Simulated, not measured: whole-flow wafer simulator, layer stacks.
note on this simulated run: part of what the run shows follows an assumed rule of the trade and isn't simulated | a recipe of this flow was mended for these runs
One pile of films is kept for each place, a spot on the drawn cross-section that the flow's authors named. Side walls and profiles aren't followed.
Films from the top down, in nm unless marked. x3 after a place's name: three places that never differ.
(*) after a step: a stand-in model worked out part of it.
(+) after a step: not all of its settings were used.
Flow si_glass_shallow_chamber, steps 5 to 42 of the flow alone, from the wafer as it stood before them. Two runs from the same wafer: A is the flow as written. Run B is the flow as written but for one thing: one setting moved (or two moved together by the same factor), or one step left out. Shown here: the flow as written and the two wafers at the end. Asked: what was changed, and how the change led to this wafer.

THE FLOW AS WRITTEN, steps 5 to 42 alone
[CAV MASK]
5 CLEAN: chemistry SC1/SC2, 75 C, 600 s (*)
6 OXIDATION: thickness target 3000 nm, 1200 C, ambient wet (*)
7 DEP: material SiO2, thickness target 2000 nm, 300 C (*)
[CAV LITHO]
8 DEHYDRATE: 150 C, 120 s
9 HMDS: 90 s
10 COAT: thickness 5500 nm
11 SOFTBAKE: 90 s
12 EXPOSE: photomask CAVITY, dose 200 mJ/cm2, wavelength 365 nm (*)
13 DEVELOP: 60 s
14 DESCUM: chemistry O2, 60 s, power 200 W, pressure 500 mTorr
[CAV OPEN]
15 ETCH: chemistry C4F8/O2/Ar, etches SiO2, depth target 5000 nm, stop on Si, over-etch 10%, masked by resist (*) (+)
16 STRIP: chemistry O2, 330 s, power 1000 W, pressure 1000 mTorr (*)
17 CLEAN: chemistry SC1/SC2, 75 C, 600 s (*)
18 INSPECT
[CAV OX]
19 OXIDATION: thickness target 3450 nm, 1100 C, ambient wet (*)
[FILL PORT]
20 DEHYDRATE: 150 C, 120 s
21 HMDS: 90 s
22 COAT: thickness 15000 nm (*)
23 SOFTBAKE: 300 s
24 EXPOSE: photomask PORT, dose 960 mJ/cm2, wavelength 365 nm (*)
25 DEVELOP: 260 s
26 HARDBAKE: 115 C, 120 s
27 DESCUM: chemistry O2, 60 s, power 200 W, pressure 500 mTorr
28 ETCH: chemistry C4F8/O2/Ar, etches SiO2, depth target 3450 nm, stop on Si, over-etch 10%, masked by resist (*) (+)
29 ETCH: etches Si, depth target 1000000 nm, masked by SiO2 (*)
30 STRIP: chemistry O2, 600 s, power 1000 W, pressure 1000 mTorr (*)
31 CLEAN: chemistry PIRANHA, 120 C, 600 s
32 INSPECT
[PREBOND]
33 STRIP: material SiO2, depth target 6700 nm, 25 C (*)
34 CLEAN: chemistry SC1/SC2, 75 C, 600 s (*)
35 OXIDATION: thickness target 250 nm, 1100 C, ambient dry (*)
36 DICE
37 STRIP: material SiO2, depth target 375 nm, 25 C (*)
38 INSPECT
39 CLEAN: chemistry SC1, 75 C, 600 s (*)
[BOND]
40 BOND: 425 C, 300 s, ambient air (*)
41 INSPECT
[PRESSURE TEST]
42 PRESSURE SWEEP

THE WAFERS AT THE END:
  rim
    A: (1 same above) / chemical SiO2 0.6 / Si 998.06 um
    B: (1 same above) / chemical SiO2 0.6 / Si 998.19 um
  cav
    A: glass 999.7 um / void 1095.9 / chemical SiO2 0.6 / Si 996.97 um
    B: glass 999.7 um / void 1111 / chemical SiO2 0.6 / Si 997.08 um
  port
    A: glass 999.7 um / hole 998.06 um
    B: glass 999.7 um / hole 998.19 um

The cause: step 6, OXIDATION: thickness target 2640 nm was run, where the flow has thickness target 3000 nm.

How the change led to this, step by step:
  6 OXIDATION: thickness target 3000 nm, 1200 C, ambient wet (*)
      rim, ramp, cav, port, septum, ring: A SiO2 +3000 (new film), chemical SiO2 -0.6 (all of it), Si -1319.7 | B SiO2 +2640 (new film), chemical SiO2 -0.6 (all of it), Si -1161.3
  15 ETCH: chemistry C4F8/O2/Ar, etches SiO2, depth target 5000 nm, stop on Si, over-etch 10%, masked by resist (*) (+)
      rim, ramp, septum, ring: A thick-i-line-resist -1100 | B thick-i-line-resist -1020.8
      cav, port: A SiO2 -5000 (all of it), Si -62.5 | B SiO2 -4640 (all of it), Si -107.5
  19 OXIDATION: thickness target 3450 nm, 1100 C, ambient wet (*)
      rim, ramp, septum, ring: A SiO2 +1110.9, Si -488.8 | B SiO2 +1179, Si -518.8
  22 COAT: thickness 15000 nm (*)
      rim: A thick-i-line-resist +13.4 um (new film) | B thick-i-line-resist +13.52 um (new film)
      ramp: A thick-i-line-resist +12.89 um (new film) | B thick-i-line-resist +13.04 um (new film)
      (and at 4 more places)
  23 SOFTBAKE: 300 s
      rim: A thick-i-line-resist -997 | B thick-i-line-resist -919.2
      ramp: A thick-i-line-resist -487.1 | B thick-i-line-resist -446.2
      (and at 4 more places)
  25 DEVELOP: 260 s
      port: A thick-i-line-resist -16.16 um (all of it) | B thick-i-line-resist -16.07 um (all of it)
  26 HARDBAKE: 115 C, 120 s
      rim, ramp: A thick-i-line-resist -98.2 | B thick-i-line-resist -100.6
  29 ETCH: etches Si, depth target 1000000 nm, masked by SiO2 (*)
      rim, ramp: A thick-i-line-resist -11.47 um (all of it), SiO2 -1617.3 | B thick-i-line-resist -11.66 um (all of it), SiO2 -1516.3
      port: A hole +997.05 um (new film), Si -997.05 um (all of it) | B hole +997.16 um (new film), Si -997.16 um (all of it)
      (and at 2 more places)
  30 STRIP: chemistry O2, 600 s, power 1000 W, pressure 1000 mTorr (*)
      cav: A thick-i-line-resist -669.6 (all of it) | B thick-i-line-resist -585.5 (all of it)
  33 STRIP: material SiO2, depth target 6700 nm, 25 C (*)
      rim, ramp: A SiO2 -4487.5 (all of it) | B SiO2 -4296.6 (all of it)
      septum: A SiO2 -5732.1 (all of it) | B SiO2 -5449 (all of it)
      (and at 1 more place)
